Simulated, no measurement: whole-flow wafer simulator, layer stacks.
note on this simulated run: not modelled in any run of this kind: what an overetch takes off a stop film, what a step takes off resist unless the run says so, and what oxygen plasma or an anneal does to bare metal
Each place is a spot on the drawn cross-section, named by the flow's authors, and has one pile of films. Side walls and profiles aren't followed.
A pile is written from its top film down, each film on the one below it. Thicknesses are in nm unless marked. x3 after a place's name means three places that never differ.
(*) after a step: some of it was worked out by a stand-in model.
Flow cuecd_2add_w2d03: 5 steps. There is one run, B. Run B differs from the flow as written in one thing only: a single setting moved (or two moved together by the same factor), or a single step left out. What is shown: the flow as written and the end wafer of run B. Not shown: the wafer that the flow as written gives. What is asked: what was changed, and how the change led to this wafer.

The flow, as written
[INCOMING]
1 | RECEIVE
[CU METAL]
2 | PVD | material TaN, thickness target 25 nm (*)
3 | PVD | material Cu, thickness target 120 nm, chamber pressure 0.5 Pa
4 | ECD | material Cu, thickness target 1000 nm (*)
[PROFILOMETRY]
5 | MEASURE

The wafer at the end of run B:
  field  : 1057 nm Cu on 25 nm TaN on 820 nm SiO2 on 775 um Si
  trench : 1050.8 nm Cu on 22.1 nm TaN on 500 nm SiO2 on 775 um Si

Cause: step 3, PVD: thickness target 57 nm was run, though the flow has thickness target 120 nm.

The path from the change to this, step by step:
  3 | PVD | material Cu, thickness target 120 nm, chamber pressure 0.5 Pa
      field: +57 Cu (new film) (as written it would have been: +120 Cu (new film))
      trench: +50.8 Cu (new film) (as written it would have been: +107.2 Cu (new film))
